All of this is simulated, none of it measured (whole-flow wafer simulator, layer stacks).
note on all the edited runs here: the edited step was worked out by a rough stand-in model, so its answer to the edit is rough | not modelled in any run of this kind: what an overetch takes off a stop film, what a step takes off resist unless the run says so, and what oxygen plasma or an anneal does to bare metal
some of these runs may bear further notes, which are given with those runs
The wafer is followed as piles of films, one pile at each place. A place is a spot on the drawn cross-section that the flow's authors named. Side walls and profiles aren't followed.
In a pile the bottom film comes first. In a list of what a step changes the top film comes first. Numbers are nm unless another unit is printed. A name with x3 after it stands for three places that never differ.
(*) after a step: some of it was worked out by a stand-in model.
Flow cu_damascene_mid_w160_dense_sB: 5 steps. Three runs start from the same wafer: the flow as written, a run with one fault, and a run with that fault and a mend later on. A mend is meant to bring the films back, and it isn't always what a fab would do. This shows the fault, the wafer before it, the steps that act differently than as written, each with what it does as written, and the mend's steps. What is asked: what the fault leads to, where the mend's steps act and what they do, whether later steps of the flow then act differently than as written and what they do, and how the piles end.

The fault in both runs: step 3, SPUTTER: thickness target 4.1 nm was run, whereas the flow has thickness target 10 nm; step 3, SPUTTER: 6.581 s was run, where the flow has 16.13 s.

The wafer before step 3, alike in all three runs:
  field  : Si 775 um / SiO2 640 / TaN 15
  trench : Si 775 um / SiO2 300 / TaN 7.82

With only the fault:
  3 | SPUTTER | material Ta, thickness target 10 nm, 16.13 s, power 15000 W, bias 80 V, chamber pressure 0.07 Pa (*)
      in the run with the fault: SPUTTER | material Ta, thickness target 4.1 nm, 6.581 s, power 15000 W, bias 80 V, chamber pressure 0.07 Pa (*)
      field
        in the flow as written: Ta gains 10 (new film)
        in the run with the fault: Ta gains 4.1 (new film)
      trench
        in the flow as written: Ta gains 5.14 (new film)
        in the run with the fault: Ta gains 2.11 (new film)
  Later steps of the flow that are run all act as written at every place that is followed, up to a difference of at most 2% or 0.5 nm, whichever is larger.
  The piles end different from the flow's at field, trench by more than 2% or 0.5 nm, whichever is larger.
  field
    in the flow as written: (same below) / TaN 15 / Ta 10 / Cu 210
    in the run with the fault: (same below) / TaN 15 / Ta 4.1 / Cu 210
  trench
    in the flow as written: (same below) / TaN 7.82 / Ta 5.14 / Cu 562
    in the run with the fault: (same below) / TaN 7.82 / Ta 2.11 / Cu 559.2

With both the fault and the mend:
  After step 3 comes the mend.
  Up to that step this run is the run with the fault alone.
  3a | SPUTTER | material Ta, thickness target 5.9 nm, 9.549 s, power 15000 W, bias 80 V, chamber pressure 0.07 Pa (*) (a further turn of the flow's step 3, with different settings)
      field
        Ta gains 5.9
      trench
        Ta gains 3
  Later steps of the flow that are run all act as written at every place that is followed, up to a difference of at most 2% or 0.5 nm, whichever is larger.
  The piles end only slightly different from the flow's at the places that both follow, by no more than 2% or 0.5 nm, whichever is larger.
